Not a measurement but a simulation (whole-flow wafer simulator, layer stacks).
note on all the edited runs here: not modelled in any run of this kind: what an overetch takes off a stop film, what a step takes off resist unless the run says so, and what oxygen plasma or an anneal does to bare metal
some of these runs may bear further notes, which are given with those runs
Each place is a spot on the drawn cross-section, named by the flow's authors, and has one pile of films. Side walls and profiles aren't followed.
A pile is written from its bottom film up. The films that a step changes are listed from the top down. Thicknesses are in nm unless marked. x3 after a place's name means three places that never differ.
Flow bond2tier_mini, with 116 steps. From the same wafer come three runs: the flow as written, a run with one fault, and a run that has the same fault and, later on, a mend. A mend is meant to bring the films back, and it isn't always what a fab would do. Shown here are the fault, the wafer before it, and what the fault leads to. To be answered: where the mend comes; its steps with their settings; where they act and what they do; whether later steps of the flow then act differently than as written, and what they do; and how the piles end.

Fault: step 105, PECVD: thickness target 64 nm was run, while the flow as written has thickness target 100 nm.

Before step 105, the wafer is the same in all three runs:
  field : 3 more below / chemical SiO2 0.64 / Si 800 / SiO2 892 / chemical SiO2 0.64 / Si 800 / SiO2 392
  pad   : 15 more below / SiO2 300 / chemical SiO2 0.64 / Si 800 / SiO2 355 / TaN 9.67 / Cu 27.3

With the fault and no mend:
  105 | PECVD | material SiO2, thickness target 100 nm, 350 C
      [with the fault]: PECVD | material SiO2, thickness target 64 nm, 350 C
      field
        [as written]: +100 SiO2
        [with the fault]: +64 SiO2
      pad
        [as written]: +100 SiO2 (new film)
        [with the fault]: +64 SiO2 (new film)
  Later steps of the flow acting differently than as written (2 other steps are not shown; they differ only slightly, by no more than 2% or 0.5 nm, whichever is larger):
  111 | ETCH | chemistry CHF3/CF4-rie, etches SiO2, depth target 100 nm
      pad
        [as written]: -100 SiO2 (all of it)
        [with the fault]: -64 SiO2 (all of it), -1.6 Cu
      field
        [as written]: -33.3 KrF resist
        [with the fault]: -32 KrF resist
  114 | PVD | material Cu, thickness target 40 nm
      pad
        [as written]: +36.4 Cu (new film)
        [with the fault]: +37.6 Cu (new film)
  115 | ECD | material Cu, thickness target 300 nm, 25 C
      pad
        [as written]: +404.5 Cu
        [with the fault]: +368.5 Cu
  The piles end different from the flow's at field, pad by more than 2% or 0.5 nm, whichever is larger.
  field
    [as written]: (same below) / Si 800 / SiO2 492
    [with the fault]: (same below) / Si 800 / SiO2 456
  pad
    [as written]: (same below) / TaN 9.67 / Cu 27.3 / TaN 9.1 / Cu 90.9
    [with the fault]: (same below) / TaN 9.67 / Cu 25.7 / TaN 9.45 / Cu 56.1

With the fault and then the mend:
  After step 105 comes the mend.
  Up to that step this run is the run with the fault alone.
  105a | PECVD | material SiO2, thickness target 36 nm, 350 C (the flow's step 105, run once more with other settings)
      field, pad
        +36 SiO2
  None of the later steps of the flow acts differently than as written at any place that is followed.
  The piles end the same as the flow's at every place that both follow.
